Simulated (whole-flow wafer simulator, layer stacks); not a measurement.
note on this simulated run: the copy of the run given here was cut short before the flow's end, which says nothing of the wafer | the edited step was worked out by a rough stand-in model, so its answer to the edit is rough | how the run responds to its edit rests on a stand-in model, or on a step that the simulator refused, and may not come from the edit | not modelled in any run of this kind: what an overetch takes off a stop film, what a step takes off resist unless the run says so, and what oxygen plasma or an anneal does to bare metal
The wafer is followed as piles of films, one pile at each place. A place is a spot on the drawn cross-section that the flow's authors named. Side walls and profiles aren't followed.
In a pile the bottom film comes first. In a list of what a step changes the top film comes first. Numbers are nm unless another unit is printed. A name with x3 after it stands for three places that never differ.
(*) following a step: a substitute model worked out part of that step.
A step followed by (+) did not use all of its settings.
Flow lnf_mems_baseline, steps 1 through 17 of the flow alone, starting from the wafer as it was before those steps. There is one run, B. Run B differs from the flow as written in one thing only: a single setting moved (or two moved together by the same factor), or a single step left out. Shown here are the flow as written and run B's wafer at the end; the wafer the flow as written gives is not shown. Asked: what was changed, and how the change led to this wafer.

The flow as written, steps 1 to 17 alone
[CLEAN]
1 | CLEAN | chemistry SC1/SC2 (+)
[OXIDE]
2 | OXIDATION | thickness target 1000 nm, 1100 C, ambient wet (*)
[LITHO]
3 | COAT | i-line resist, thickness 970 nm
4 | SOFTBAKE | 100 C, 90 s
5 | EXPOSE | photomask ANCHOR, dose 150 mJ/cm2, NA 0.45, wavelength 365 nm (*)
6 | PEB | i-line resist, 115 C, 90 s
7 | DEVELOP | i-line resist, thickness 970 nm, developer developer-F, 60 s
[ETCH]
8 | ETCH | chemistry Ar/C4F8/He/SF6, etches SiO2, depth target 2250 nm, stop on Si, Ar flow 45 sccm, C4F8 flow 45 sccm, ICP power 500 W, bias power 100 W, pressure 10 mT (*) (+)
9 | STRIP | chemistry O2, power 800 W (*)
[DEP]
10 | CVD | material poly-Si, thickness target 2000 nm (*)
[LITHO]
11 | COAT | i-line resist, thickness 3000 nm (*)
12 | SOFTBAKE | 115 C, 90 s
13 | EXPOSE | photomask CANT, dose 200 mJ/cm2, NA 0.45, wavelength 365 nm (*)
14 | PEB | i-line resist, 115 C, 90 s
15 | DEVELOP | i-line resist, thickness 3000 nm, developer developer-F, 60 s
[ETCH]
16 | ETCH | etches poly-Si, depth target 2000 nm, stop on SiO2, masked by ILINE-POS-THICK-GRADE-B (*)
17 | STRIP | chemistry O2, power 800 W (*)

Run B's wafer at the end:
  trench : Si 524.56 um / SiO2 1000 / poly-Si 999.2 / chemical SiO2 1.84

Cause: step 16, ETCH: depth target 1000 nm was run, while the flow as written has depth target 2000 nm.

The path from the change to this, step by step:
  16 | ETCH | etches poly-Si, depth target 2000 nm, stop on SiO2, masked by ILINE-POS-THICK-GRADE-B (*)
      trench, char_slit: -1000 poly-Si (as written it would have been: -2000 poly-Si (all of it))
      field, anchor, beam: -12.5 i-line resist (as written it would have been: -25 i-line resist)
  17 | STRIP | chemistry O2, power 800 W (*)
      trench, char_slit: +1.84 chemical SiO2 (new film), -0.81 poly-Si (as written it would have been: nothing)
